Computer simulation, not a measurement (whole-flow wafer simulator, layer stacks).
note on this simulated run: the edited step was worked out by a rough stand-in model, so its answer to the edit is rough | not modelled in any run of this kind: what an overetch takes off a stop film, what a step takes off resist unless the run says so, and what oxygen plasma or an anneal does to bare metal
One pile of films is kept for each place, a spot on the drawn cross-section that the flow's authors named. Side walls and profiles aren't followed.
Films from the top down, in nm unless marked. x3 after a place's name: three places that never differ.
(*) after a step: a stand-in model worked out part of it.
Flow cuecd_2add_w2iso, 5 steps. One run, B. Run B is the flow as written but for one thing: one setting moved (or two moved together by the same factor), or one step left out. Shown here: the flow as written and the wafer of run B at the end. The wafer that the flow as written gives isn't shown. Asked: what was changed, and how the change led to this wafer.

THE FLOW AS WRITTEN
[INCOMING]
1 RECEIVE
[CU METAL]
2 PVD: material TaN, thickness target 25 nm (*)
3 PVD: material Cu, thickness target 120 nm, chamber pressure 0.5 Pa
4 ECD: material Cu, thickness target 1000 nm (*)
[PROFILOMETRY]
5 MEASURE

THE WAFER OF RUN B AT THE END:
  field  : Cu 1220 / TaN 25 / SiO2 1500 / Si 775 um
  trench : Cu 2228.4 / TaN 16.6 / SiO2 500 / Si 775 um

The cause: step 4, ECD: thickness target 1100 nm was run, where the flow has thickness target 1000 nm.

How the change led to this, step by step:
  4 ECD: material Cu, thickness target 1000 nm (*)
      field: Cu +1100 (as written it would be: Cu +1000)
      trench: Cu +2147.6 (as written it would be: Cu +2047.6)
